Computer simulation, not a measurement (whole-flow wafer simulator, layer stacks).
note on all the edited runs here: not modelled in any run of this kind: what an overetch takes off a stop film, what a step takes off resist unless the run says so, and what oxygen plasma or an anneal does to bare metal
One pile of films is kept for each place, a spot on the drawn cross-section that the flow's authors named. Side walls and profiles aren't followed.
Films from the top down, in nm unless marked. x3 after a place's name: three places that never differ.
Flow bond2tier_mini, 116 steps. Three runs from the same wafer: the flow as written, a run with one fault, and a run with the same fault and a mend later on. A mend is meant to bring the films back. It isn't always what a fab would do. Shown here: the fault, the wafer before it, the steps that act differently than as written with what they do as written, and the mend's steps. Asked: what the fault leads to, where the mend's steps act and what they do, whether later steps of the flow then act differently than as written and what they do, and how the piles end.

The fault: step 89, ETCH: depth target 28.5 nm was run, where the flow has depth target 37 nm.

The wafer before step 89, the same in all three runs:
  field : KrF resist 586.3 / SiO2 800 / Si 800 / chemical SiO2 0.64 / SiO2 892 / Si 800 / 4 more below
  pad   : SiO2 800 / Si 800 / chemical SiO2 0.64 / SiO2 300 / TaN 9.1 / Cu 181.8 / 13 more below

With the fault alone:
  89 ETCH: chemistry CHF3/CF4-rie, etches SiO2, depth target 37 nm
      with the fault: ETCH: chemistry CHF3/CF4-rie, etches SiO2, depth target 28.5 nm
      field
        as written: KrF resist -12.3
        with the fault: KrF resist -9.5
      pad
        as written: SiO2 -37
        with the fault: SiO2 -28.5
  No later step of the flow acts differently than as written, at any place that is followed, by more than 2% or 0.5 nm, whichever is larger.
  At the end the piles differ from the flow's by more than 2% or 0.5 nm, whichever is larger, at pad.
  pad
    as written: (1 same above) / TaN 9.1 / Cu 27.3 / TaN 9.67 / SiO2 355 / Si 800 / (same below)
    with the fault: (1 same above) / TaN 9.1 / Cu 18.8 / TaN 9.74 / SiO2 363.5 / Si 800 / (same below)

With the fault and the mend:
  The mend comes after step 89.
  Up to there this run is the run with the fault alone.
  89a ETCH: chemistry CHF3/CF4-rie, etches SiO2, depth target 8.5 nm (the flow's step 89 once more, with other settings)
      field
        KrF resist -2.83
      pad
        SiO2 -8.5
  No later step of the flow acts differently than as written at any place that is followed.
  At the end the piles are the same as the flow's at every place that both follow.
